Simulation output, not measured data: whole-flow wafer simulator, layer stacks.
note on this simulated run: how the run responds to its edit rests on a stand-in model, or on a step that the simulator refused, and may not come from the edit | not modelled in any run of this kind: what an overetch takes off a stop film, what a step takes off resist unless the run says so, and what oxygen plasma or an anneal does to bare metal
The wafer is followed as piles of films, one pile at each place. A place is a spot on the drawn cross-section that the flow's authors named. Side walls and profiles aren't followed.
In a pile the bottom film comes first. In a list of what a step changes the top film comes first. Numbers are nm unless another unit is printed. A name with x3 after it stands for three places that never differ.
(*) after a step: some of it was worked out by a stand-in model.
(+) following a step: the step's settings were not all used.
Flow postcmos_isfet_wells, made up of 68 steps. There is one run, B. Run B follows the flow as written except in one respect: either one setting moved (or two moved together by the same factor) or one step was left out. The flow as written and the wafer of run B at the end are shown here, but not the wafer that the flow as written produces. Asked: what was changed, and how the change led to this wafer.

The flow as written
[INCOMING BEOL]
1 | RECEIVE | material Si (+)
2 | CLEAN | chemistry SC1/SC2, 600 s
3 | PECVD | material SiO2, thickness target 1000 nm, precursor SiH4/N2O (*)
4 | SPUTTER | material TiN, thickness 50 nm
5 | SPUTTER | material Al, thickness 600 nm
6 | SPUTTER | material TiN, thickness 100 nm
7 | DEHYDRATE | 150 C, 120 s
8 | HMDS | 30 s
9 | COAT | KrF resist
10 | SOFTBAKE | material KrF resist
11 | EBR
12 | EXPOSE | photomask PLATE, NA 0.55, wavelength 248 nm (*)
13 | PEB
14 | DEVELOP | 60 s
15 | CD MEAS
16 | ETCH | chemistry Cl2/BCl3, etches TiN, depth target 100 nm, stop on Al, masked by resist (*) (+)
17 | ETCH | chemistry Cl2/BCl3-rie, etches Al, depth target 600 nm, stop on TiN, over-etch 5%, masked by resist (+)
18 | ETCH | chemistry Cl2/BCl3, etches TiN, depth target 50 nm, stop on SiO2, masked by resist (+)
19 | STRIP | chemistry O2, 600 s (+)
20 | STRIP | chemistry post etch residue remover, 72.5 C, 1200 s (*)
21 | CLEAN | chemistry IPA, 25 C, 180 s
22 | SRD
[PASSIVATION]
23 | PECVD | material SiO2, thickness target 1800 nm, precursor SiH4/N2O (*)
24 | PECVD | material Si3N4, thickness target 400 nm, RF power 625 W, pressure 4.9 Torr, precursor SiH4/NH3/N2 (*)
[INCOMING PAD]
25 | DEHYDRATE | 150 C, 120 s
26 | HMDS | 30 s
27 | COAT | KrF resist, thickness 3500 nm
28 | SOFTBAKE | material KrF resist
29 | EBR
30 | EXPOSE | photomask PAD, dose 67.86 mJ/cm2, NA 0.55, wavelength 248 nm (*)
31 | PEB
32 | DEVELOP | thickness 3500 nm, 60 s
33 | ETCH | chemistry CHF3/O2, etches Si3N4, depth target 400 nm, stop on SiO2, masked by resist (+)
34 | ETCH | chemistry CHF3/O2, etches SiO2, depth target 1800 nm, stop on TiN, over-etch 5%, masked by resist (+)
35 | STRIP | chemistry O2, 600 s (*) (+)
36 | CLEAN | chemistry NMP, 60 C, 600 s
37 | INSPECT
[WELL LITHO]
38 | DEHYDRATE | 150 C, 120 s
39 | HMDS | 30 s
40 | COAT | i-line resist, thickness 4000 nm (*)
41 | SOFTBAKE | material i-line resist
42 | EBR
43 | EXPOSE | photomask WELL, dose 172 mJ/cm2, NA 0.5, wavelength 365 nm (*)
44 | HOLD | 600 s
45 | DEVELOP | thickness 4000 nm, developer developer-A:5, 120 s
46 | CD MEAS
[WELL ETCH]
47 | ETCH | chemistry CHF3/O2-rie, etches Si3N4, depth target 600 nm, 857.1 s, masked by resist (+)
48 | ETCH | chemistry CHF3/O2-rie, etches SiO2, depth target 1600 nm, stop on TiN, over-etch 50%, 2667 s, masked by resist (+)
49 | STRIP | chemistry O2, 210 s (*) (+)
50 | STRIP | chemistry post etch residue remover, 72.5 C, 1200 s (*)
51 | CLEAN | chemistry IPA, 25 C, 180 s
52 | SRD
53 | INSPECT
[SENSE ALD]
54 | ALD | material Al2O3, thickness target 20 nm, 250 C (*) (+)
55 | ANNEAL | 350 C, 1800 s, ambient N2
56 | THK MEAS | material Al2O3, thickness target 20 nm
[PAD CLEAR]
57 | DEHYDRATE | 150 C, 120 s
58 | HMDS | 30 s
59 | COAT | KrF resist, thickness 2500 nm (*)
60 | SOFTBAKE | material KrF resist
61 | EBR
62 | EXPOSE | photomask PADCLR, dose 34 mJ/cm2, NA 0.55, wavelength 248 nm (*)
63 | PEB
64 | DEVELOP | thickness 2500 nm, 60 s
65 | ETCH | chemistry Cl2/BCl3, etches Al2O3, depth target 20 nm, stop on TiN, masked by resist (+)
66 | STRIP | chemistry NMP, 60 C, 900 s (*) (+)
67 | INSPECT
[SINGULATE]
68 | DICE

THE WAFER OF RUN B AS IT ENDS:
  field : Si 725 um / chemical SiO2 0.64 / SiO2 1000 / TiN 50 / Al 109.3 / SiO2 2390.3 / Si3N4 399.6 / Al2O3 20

The reason: step 17, ETCH: depth target 435 nm was run, though the flow has depth target 600 nm.

The path from the change to this, step by step:
  17 | ETCH | chemistry Cl2/BCl3-rie, etches Al, depth target 600 nm, stop on TiN, over-etch 5%, masked by resist (+)
      field: Al loses 435 (as written it would have been: Al loses 600 (all of it))
      margin, well900, well1300 x3, pad_rim, pad_clr, pad_open: KrF resist loses 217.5 (as written it would have been: KrF resist loses 300)
  18 | ETCH | chemistry Cl2/BCl3, etches TiN, depth target 50 nm, stop on SiO2, masked by resist (+)
      field: Al loses 50 (as written it would have been: TiN loses 50 (all of it))
  19 | STRIP | chemistry O2, 600 s (+)
      margin, well900, well1300 x3, pad_rim, pad_clr, pad_open: KrF resist loses 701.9 (all of it) (as written it would have been: KrF resist loses 619.4 (all of it))
  20 | STRIP | chemistry post etch residue remover, 72.5 C, 1200 s (*)
      field: Al loses 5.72 (as written it would have been: nothing)
  23 | PECVD | material SiO2, thickness target 1800 nm, precursor SiH4/N2O (*)
      field: SiO2 gains 2390.3 (new film) (as written it would have been: SiO2 gains 1800 (new film), void gains 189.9 (new film), SiO2 gains 559.7)
If metal films that touch count as one body, field has 1 body; the flow as written gives 0 bodies.
